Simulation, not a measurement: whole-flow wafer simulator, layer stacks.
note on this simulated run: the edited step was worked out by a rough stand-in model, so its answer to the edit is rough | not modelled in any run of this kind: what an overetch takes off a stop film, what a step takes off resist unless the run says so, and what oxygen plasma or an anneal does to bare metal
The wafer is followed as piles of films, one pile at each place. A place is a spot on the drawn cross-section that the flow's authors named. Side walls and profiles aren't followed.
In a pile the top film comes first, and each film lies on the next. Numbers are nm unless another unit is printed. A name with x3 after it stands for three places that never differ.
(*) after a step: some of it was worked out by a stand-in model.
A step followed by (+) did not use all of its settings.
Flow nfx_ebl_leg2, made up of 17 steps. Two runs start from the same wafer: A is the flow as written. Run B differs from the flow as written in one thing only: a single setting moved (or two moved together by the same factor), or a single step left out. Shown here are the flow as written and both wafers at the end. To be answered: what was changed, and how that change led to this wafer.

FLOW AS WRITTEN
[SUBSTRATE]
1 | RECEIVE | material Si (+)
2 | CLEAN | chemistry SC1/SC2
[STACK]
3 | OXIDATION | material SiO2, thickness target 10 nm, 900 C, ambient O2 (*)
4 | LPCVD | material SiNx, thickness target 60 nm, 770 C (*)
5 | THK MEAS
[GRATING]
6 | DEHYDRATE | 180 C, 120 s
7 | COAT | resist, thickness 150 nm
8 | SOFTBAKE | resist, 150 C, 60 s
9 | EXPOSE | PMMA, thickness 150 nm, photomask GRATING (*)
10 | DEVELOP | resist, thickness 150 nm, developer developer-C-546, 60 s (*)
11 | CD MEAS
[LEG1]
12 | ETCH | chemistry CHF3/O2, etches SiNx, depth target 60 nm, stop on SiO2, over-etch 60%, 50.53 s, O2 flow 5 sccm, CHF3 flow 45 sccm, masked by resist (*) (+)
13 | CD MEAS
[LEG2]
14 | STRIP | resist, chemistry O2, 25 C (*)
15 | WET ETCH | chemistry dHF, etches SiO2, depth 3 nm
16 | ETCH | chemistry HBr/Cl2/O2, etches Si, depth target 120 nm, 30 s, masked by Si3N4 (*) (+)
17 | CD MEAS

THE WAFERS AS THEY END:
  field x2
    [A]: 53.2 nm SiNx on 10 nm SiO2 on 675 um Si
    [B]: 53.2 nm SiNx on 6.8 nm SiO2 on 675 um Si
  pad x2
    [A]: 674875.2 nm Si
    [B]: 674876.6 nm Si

Cause: step 3, OXIDATION: thickness target 6.8 nm was run, though the flow has thickness target 10 nm.
The wafer lets one read it off: field x2 has SiO2 6.8, and step 3 as written asks for 10 nm.

How this came from the change, step by step:
  3 | OXIDATION | material SiO2, thickness target 10 nm, 900 C, ambient O2 (*)
      field x2, pad x2: A +10 SiO2 (new film), -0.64 chemical SiO2 (all of it), -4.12 Si | B +6.8 SiO2 (new film), -0.64 chemical SiO2 (all of it), -2.71 Si
  12 | ETCH | chemistry CHF3/O2, etches SiNx, depth target 60 nm, stop on SiO2, over-etch 60%, 50.53 s, O2 flow 5 sccm, CHF3 flow 45 sccm, masked by resist (*) (+)
      pad x2: A -60 SiNx (all of it), -10 SiO2 (all of it) | B -60 SiNx (all of it), -6.8 SiO2 (all of it)
